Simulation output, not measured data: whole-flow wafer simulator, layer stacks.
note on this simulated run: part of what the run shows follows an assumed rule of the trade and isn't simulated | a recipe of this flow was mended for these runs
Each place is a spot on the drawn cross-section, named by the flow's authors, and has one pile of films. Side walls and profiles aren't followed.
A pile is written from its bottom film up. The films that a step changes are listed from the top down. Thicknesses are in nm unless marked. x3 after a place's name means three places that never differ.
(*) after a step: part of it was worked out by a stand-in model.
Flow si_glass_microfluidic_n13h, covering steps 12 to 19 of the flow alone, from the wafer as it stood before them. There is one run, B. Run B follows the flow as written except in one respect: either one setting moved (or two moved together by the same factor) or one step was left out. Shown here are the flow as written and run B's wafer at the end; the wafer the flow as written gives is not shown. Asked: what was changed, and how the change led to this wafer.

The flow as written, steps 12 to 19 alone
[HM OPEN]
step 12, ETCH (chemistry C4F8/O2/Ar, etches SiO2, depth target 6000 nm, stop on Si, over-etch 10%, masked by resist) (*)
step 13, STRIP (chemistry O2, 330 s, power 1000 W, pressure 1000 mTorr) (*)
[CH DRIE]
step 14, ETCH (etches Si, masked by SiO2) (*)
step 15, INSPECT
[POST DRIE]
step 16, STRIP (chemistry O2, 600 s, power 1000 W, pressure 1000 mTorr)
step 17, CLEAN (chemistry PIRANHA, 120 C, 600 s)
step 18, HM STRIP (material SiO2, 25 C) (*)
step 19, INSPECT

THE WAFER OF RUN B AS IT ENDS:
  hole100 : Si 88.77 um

What caused this: step 12, ETCH: depth target 6491 nm was run, whereas the flow has depth target 6000 nm.

Step by step, how the change led to this:
  step 12, ETCH (chemistry C4F8/O2/Ar, etches SiO2, depth target 6000 nm, stop on Si, over-etch 10%, masked by resist) (*)
      land: thick-i-line-resist loses 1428 (it would be, as written: thick-i-line-resist loses 1320)
      hole100: SiO2 loses 6000 (all of it), Si loses 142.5 (it would be, as written: SiO2 loses 6000 (all of it), Si loses 75)
  step 13, STRIP (chemistry O2, 330 s, power 1000 W, pressure 1000 mTorr) (*)
      land: thick-i-line-resist loses 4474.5 (all of it) (it would be, as written: thick-i-line-resist loses 4582.5 (all of it))
